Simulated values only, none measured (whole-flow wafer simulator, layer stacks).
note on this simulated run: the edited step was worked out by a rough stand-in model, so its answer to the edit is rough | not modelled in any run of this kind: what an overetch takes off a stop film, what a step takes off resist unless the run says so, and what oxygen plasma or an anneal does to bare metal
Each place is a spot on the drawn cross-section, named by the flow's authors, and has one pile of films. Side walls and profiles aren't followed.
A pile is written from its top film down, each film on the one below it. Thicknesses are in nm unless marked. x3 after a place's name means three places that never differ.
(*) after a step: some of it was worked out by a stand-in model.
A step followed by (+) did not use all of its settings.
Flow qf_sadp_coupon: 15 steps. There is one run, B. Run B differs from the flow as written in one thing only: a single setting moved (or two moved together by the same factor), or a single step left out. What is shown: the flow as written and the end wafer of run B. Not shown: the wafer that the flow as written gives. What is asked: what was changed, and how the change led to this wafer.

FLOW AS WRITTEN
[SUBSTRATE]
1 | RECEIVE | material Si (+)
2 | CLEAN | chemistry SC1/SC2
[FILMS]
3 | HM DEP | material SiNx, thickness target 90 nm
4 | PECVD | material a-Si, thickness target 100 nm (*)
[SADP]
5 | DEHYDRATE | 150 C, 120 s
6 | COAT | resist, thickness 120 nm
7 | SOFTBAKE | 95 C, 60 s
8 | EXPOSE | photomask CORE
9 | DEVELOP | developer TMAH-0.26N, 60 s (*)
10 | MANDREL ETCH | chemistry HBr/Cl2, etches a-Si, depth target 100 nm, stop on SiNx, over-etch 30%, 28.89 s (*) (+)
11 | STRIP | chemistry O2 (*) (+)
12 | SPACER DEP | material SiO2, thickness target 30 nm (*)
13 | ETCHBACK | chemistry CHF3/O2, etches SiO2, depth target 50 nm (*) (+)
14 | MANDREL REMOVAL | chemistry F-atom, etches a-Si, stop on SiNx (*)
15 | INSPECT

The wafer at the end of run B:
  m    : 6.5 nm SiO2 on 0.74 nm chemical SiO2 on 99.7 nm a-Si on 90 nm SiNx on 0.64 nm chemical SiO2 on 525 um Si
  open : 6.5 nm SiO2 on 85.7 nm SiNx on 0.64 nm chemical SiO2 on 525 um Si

Cause: step 13, ETCHBACK: depth target 23.5 nm was run, while the flow as written has depth target 50 nm.

How this came from the change, step by step:
  13 | ETCHBACK | chemistry CHF3/O2, etches SiO2, depth target 50 nm (*) (+)
      m: -23.5 SiO2 (it would be, as written: -30 SiO2 (all of it), -0.74 chemical SiO2 (all of it), -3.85 a-Si)
      open: -23.5 SiO2 (it would be, as written: -30 SiO2 (all of it), -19 SiNx)
  14 | MANDREL REMOVAL | chemistry F-atom, etches a-Si, stop on SiNx (*)
      m: nothing (it would be, as written: -95.8 a-Si (all of it))
